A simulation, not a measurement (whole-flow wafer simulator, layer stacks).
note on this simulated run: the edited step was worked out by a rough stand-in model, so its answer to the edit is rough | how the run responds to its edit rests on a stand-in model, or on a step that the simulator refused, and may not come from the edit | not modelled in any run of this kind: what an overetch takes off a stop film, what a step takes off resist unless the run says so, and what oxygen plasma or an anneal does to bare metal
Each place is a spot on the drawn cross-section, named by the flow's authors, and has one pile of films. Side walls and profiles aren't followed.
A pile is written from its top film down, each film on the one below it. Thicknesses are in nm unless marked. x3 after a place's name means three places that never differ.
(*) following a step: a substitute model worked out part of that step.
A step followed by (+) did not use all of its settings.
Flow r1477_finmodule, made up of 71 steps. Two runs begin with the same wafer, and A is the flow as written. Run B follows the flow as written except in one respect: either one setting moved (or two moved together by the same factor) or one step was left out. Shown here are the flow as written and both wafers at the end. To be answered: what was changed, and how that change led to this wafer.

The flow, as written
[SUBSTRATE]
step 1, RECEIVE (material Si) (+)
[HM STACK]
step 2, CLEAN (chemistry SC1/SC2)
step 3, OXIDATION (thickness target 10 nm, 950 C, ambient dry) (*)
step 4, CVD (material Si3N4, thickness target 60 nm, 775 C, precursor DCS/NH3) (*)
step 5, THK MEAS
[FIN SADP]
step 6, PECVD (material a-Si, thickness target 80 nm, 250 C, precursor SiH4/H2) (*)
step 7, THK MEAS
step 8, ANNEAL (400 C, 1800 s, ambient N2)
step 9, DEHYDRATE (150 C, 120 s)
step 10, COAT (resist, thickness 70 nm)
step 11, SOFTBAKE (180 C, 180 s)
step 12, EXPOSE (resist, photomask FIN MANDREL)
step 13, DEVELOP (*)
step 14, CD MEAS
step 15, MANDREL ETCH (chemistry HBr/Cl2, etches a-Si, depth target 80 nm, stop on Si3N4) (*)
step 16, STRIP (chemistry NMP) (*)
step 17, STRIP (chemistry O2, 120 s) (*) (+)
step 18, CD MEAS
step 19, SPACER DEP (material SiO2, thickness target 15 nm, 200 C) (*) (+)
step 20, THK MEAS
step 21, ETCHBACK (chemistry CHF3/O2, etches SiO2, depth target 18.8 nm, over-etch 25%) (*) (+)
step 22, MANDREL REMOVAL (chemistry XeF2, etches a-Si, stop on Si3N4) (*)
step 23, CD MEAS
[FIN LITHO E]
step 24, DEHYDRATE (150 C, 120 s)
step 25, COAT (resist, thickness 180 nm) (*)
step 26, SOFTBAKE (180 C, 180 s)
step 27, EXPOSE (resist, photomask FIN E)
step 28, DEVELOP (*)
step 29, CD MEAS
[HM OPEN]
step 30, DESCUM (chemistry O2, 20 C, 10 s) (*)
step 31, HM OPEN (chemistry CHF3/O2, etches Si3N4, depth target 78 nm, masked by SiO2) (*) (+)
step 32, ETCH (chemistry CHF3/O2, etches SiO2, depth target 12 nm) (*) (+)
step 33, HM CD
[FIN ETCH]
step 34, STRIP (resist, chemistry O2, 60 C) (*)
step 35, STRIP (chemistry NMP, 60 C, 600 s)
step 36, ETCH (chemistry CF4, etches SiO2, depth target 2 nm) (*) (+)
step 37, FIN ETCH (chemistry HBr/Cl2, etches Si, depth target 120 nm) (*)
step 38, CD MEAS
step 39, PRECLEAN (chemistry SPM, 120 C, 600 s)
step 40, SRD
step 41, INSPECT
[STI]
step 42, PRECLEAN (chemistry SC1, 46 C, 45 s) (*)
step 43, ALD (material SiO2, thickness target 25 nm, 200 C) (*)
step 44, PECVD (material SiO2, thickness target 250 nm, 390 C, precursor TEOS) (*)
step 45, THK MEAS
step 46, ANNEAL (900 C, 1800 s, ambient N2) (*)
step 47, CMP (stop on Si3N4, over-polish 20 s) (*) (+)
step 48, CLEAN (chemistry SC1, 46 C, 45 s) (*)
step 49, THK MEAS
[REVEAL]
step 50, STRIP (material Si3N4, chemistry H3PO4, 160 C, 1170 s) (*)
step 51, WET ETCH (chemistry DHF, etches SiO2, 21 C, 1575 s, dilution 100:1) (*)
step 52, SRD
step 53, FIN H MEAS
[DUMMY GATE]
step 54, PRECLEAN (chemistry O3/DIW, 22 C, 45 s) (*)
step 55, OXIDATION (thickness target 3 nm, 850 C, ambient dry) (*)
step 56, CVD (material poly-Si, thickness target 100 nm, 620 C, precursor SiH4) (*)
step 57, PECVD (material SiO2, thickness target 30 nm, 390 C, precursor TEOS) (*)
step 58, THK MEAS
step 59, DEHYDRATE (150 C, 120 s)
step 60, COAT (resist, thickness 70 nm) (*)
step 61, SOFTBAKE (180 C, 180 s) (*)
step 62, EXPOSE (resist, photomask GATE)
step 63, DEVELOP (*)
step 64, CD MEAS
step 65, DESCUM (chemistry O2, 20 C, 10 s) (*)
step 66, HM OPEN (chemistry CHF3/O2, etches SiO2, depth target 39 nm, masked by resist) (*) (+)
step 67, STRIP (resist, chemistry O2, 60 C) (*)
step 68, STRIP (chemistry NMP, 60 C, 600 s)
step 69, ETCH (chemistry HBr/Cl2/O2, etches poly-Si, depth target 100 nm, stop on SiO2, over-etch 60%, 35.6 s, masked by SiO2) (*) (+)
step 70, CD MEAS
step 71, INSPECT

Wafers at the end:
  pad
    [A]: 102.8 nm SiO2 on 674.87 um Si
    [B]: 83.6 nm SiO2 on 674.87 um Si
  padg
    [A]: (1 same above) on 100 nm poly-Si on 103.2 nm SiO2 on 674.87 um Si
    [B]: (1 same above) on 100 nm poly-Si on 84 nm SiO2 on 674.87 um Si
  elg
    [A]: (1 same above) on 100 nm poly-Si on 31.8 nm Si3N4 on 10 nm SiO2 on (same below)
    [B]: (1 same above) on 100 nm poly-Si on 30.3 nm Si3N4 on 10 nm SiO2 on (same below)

What caused this: step 51, WET ETCH: 1929 s was run, whereas the flow has 1575 s.

The path from the change to this, step by step:
  step 51, WET ETCH (chemistry DHF, etches SiO2, 21 C, 1575 s, dilution 100:1) (*)
      pad, padg, e40sg and 12 more: A -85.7 SiO2 | B -104.9 SiO2
      elg, e40lg, e100lg, e200lg, elo, e40lo, e100lo, e200lo: A -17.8 SiO2 (all of it), -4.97 Si3N4 | B -17.8 SiO2 (all of it), -6.41 Si3N4
      (as well as at 7 more places)
  step 56, CVD (material poly-Si, thickness target 100 nm, 620 C, precursor SiH4) (*)
      s40cg, s40co: A +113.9 poly-Si (new film) | B +133.7 poly-Si (new film)
      s45cg, s45co: A +113.4 poly-Si (new film) | B +133.7 poly-Si (new film)
      (as well as at 3 more places)
  step 60, COAT (resist, thickness 70 nm) (*)
      e40sg, eso, e40so: A +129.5 resist (new film) | B +146.4 resist (new film)
      e100sg, e100so: A +129.4 resist (new film) | B +146.3 resist (new film)
      (as well as at 14 more places)
  step 63, DEVELOP (*)
      eso, e40so: A -129.5 resist (all of it) | B -146.4 resist (all of it)
      e100so: A -129.4 resist (all of it) | B -146.3 resist (all of it)
      (as well as at 7 more places)
  step 67, STRIP (resist, chemistry O2, 60 C) (*)
      e40lg, e100lg, e200lg: A -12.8 resist (all of it) | B -11.9 resist (all of it)
      e40sg: A -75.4 resist (all of it) | B -92.3 resist (all of it)
      (as well as at 8 more places)
  step 69, ETCH (chemistry HBr/Cl2/O2, etches poly-Si, depth target 100 nm, stop on SiO2, over-etch 60%, 35.6 s, masked by SiO2) (*) (+)
      s40co: A -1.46 chemical SiO2 (all of it), -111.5 poly-Si (all of it), -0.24 SiO2 | B -1.53 chemical SiO2 (all of it), -131.2 poly-Si (all of it), -0.14 SiO2
      s45co: A -1.46 chemical SiO2 (all of it), -110.9 poly-Si (all of it), -0.25 SiO2 | B -1.53 chemical SiO2 (all of it), -131.2 poly-Si (all of it), -0.14 SiO2
      (as well as at 1 more place)
